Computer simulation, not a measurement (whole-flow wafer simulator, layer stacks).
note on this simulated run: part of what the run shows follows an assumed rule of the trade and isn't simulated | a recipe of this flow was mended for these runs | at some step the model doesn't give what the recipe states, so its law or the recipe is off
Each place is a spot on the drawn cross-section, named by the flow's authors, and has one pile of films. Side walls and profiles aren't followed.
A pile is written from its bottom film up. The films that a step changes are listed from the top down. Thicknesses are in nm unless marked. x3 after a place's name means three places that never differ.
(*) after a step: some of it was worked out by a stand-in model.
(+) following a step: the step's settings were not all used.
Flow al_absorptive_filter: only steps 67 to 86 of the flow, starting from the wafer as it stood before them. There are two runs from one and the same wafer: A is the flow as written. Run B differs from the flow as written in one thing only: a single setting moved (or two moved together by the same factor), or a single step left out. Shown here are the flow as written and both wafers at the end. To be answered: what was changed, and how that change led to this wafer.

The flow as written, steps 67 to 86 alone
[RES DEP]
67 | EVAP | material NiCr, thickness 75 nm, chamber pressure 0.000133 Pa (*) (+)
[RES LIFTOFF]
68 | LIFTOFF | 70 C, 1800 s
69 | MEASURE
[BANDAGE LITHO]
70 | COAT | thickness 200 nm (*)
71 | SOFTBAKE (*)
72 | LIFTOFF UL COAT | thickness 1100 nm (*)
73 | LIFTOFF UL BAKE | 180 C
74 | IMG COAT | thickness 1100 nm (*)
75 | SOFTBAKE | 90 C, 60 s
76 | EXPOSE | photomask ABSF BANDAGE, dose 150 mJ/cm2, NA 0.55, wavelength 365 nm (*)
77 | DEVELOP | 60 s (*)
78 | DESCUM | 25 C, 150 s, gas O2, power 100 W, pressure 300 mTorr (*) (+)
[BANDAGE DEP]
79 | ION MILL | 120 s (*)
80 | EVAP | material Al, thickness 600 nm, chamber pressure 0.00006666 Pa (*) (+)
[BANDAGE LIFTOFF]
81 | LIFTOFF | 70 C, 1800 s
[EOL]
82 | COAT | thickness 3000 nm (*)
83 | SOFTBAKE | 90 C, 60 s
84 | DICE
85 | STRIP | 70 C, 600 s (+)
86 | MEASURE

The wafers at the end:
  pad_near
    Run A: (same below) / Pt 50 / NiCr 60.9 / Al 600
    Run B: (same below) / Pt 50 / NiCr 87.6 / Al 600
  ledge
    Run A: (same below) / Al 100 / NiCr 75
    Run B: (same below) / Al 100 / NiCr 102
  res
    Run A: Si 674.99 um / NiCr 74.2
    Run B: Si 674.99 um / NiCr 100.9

Cause: step 67, EVAP: thickness 102 nm was run, whereas the flow has thickness 75 nm.
The wafer itself shows it: ledge has NiCr 102, and step 67 as written asks for 75 nm.

How this came from the change, step by step:
  67 | EVAP | material NiCr, thickness 75 nm, chamber pressure 0.000133 Pa (*) (+)
      gnd, pad_far, ledge and 9 more: A NiCr gains 75 (new film) | B NiCr gains 102 (new film)
      pad_near, res: A NiCr gains 74.2 (new film) | B NiCr gains 100.9 (new film)
  68 | LIFTOFF | 70 C, 1800 s
      xa_field, xl_land, idc_field: A NiCr loses 75 (all of it), i-line-resist loses 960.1 (all of it), lift-off-underlayer loses 1100 (all of it), acrylic-e-beam-resist loses 200 (all of it) | B NiCr loses 102 (all of it), i-line-resist loses 960.1 (all of it), lift-off-underlayer loses 1100 (all of it), acrylic-e-beam-resist loses 200 (all of it)
      gnd: A NiCr loses 75 (all of it), i-line-resist loses 959.5 (all of it), lift-off-underlayer loses 1100.9 (all of it), acrylic-e-beam-resist loses 200.6 (all of it) | B NiCr loses 102 (all of it), i-line-resist loses 959.5 (all of it), lift-off-underlayer loses 1100.9 (all of it), acrylic-e-beam-resist loses 200.6 (all of it)
      (also at 7 further places)
  70 | COAT | thickness 200 nm (*)
      res: A acrylic-e-beam-resist gains 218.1 (new film) | B acrylic-e-beam-resist gains 213.4 (new film)
  81 | LIFTOFF | 70 C, 1800 s
      res: A Al loses 600 (all of it), i-line-resist loses 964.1 (all of it), lift-off-underlayer loses 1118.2 (all of it), acrylic-e-beam-resist loses 218.1 (all of it) | B Al loses 600 (all of it), i-line-resist loses 956.3 (all of it), lift-off-underlayer loses 1107.5 (all of it), acrylic-e-beam-resist loses 213.4 (all of it)
  83 | SOFTBAKE | 90 C, 60 s
      gnd: A i-line-resist gains 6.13 | B i-line-resist gains 6.83
      pad_near: A i-line-resist loses 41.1 | B i-line-resist loses 43
      (also at 2 further places)
